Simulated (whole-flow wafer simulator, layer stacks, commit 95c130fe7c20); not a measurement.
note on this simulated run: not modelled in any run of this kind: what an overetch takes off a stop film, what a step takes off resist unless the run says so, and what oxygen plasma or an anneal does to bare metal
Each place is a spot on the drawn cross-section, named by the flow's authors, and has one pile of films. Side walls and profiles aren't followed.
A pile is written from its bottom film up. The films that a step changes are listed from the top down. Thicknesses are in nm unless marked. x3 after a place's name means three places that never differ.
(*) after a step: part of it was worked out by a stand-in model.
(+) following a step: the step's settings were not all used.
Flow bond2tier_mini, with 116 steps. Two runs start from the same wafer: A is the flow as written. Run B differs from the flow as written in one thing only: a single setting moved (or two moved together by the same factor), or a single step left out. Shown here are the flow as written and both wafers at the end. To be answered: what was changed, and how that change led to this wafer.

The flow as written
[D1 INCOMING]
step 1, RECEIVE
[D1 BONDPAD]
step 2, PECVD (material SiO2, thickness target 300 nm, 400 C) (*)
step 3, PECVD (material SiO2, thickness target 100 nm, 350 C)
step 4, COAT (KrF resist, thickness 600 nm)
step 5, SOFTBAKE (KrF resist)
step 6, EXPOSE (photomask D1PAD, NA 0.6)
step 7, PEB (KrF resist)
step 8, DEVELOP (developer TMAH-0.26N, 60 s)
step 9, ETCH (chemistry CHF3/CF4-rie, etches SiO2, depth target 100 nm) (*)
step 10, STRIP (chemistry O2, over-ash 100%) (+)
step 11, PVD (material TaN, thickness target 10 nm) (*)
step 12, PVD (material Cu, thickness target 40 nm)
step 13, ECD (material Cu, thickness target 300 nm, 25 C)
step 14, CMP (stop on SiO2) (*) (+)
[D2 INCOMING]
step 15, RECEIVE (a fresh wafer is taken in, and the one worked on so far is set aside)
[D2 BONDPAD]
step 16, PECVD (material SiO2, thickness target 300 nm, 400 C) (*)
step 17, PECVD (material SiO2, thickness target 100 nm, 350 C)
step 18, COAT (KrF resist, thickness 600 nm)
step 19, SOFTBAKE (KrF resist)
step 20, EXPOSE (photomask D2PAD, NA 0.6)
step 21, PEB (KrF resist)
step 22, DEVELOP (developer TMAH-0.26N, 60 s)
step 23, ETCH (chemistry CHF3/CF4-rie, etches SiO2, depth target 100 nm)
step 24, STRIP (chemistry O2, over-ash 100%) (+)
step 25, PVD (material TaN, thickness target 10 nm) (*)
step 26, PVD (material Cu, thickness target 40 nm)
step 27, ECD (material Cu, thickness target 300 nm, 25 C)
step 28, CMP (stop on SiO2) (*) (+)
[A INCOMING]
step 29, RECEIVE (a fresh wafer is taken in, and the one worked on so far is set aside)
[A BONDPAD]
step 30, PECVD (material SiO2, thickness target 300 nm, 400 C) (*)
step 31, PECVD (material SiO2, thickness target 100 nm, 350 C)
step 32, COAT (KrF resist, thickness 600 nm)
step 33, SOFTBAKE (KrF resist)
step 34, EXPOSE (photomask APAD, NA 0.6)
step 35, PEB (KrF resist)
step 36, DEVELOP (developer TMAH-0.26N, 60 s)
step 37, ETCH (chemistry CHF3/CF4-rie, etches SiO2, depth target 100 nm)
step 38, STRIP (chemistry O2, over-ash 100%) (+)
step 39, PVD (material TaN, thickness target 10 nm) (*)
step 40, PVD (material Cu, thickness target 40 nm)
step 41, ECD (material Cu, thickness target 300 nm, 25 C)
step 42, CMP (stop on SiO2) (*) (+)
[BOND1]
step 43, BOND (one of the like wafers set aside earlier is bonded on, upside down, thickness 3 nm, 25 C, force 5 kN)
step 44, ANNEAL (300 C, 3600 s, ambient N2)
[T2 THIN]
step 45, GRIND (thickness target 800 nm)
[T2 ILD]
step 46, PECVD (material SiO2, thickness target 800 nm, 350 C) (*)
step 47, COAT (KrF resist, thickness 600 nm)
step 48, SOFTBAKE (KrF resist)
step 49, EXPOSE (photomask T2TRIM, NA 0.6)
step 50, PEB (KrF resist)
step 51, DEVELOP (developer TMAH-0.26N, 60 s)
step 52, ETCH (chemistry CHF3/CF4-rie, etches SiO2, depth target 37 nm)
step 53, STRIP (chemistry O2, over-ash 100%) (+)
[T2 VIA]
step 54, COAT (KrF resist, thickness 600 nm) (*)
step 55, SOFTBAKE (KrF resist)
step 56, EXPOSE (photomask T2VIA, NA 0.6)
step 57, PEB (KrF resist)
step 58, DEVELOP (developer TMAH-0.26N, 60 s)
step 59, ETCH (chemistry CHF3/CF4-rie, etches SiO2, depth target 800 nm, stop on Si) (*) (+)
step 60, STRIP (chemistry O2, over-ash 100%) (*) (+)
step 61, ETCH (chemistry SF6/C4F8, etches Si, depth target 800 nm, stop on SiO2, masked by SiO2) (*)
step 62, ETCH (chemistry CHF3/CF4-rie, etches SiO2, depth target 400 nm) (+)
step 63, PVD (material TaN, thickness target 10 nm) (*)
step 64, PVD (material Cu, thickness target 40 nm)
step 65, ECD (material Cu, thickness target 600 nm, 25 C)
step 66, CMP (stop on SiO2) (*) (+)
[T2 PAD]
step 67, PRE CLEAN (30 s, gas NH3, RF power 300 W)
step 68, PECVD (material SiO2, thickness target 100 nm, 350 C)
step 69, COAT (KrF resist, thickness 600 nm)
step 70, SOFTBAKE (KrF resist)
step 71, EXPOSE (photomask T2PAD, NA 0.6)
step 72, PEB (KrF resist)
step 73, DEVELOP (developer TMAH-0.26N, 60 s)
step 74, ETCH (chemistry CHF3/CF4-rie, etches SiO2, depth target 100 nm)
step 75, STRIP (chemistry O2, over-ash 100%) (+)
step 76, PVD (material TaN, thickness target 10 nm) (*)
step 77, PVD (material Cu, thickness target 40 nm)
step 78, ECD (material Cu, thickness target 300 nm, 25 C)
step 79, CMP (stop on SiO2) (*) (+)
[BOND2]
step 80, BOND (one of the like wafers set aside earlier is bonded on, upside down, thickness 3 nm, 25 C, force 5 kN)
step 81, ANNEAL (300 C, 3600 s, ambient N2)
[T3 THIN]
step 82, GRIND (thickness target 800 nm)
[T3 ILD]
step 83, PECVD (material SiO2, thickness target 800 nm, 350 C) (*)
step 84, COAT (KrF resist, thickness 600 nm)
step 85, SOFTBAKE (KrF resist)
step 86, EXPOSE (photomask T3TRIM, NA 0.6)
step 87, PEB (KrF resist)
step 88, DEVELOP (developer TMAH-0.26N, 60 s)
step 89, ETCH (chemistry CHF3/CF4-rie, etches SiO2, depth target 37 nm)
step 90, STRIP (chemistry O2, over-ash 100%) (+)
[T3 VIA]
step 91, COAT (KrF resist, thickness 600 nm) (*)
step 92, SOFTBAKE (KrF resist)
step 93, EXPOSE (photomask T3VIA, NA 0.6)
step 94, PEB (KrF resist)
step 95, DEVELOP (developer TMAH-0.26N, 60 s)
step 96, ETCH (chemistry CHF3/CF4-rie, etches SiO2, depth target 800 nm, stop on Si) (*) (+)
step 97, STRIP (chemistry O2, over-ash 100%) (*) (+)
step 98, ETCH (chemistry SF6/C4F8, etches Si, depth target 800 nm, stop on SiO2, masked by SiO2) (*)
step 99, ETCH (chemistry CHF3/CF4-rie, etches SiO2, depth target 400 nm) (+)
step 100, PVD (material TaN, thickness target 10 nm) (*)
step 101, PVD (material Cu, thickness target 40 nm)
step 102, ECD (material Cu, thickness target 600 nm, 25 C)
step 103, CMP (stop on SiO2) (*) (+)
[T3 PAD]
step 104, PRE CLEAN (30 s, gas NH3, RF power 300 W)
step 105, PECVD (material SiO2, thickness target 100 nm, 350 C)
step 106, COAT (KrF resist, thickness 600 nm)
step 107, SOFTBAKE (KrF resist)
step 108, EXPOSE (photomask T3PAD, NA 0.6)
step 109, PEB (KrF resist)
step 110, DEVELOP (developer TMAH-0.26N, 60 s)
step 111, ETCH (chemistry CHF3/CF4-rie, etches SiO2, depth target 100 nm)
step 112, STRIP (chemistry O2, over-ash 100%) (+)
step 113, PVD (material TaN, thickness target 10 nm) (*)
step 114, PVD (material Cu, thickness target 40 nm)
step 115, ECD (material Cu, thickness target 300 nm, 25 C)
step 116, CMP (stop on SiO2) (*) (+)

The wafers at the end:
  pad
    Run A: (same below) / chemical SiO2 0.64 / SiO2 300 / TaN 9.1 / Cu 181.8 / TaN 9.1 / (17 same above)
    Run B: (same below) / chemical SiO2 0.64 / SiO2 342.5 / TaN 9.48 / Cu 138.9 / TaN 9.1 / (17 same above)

Cause: step 37, ETCH: depth target 57.5 nm was run, though the flow has depth target 100 nm.

How this came from the change, step by step:
  step 37, ETCH (chemistry CHF3/CF4-rie, etches SiO2, depth target 100 nm)
      pad, via: A SiO2 loses 100 | B SiO2 loses 57.5
      field: A KrF resist loses 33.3 | B KrF resist loses 19.2
  step 38, STRIP (chemistry O2, over-ash 100%) (+)
      field: A KrF resist loses 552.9 (all of it) | B KrF resist loses 567.1 (all of it)
  step 40, PVD (material Cu, thickness target 40 nm)
      pad: A Cu gains 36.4 (new film) | B Cu gains 37.9 (new film)
  step 41, ECD (material Cu, thickness target 300 nm, 25 C)
      pad: A Cu gains 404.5 | B Cu gains 360.1
      via: A Cu gains 400.2 | B Cu gains 357.5
